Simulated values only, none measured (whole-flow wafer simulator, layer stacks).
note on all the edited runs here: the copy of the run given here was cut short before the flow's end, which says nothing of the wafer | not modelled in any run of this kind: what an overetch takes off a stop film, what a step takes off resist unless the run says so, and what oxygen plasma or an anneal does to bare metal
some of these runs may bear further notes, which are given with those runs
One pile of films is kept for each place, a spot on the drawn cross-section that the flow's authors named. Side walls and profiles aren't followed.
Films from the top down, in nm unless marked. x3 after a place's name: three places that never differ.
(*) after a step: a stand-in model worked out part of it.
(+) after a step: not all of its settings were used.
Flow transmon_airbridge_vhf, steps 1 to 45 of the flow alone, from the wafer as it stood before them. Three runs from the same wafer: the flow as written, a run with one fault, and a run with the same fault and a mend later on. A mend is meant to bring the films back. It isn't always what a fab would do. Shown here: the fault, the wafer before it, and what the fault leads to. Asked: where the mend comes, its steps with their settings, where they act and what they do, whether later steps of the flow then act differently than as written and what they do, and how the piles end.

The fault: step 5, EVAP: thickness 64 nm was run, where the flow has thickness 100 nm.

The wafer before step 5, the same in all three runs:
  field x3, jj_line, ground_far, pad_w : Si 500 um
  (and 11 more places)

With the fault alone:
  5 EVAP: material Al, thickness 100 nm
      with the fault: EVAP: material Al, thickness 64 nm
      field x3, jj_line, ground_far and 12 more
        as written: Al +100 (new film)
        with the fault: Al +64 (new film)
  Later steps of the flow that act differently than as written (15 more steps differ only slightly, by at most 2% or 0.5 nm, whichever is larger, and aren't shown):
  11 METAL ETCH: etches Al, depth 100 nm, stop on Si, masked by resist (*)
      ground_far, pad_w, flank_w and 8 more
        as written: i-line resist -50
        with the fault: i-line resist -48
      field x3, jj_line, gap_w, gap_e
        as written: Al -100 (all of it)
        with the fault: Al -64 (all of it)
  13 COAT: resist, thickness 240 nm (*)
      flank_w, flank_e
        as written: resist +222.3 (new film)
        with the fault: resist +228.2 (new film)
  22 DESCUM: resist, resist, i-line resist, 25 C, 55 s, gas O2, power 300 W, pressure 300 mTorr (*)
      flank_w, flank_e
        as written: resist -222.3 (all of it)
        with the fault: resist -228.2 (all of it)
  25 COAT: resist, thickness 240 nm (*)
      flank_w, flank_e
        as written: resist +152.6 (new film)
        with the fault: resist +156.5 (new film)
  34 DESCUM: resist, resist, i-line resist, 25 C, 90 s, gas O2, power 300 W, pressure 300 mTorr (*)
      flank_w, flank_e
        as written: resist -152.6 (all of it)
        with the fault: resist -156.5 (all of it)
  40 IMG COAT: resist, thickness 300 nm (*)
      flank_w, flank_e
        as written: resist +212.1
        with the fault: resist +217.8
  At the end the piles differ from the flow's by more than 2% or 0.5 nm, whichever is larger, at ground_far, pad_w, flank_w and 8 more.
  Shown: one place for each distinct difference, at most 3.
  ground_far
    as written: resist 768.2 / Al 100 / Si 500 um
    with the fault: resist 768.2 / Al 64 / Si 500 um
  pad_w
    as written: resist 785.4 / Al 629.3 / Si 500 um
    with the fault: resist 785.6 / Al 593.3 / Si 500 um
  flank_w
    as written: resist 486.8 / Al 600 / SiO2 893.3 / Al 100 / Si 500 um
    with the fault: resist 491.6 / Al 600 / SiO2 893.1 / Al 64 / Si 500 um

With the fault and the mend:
  The mend comes after step 10.
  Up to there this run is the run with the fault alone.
  10a STRIP: i-line resist, 80 C, 600 s (+)
      ground_far, pad_w, flank_w and 8 more
        i-line resist -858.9 (all of it)
  10b EVAP: material Al, thickness 36 nm (the flow's step 5 once more, with other settings)
      field x3, jj_line, ground_far and 12 more
        Al +36
  10c COAT: i-line resist, thickness 900 nm (the flow's step 6 once more)
      field x3, jj_line, ground_far and 12 more
        i-line resist +900 (new film)
  10d SOFTBAKE: i-line resist, 90 C, 90 s (the flow's step 7 once more)
      changes no film at any place that is followed
  10e EXPOSE: i-line resist, thickness 900 nm, photomask AB CPW, dose 155.4 mJ/cm2, NA 0.45, wavelength 365 nm (*) (the flow's step 8 once more)
      changes no film at any place that is followed
  10f PEB: i-line resist, 110 C, 60 s (the flow's step 9 once more)
      field x3, jj_line, ground_far and 12 more
        i-line resist -41
  10g DEVELOP: i-line resist, thickness 900 nm, developer developer-B, 60 s (the flow's step 10 once more)
      ground_far, pad_w, flank_w and 8 more
        i-line resist -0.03
      field x3, jj_line, gap_w, gap_e
        i-line resist -859 (all of it)
  No later step of the flow acts differently than as written at any place that is followed.
  At the end the piles are the same as the flow's at every place that both follow.
